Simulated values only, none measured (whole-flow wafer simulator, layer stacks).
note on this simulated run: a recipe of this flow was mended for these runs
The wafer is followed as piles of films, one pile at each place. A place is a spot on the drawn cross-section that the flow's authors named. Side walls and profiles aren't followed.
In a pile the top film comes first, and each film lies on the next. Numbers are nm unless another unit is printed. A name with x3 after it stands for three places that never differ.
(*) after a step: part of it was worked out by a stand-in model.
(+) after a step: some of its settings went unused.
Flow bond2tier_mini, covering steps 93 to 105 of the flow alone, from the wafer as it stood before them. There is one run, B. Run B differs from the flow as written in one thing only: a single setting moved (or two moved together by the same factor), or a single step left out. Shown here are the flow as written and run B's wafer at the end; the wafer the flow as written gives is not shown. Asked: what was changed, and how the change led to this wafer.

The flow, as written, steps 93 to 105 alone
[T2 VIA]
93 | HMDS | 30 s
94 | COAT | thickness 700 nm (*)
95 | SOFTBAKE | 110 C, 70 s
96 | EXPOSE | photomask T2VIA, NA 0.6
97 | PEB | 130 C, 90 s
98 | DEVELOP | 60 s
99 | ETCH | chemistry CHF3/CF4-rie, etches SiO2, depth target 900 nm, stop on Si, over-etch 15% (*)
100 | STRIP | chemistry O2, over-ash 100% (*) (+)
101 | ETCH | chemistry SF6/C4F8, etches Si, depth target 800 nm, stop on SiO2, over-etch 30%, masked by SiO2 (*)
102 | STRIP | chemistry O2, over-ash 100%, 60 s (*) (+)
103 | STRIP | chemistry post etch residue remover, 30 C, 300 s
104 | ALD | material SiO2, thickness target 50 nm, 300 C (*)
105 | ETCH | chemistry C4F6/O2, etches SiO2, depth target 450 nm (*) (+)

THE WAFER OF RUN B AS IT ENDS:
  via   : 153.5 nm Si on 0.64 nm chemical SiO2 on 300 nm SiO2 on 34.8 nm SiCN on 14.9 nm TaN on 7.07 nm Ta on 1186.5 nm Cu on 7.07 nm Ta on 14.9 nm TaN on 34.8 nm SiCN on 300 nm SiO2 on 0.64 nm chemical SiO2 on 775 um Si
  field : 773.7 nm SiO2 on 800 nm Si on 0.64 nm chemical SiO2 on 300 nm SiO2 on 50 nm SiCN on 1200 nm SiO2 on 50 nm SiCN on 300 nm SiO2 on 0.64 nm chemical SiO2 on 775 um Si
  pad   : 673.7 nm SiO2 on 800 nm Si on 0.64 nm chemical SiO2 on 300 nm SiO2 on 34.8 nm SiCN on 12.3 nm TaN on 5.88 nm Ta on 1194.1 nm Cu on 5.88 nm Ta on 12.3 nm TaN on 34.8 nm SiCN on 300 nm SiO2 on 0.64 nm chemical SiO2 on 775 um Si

What caused this: step 101, ETCH: depth target 480.2 nm was run, while the flow as written has depth target 800 nm; step 105, ETCH: depth target 270.1 nm was run, where the flow has depth target 450 nm.

The path from the change to this, step by step:
  101 | ETCH | chemistry SF6/C4F8, etches Si, depth target 800 nm, stop on SiO2, over-etch 30%, masked by SiO2 (*)
      via: -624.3 Si (it would be, as written: -788.8 Si (all of it), -0.64 chemical SiO2 (all of it), -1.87 SiO2)
      field, pad: -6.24 SiO2 (it would be, as written: -10.3 SiO2)
  104 | ALD | material SiO2, thickness target 50 nm, 300 C (*)
      via: +50 SiO2 (new film) (it would be, as written: +50 SiO2)
  105 | ETCH | chemistry C4F6/O2, etches SiO2, depth target 450 nm (*) (+)
      via: -50 SiO2 (all of it), -11 Si (it would be, as written: -348.1 SiO2 (all of it), -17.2 SiCN)
      field, pad: -270.1 SiO2 (it would be, as written: -450 SiO2)
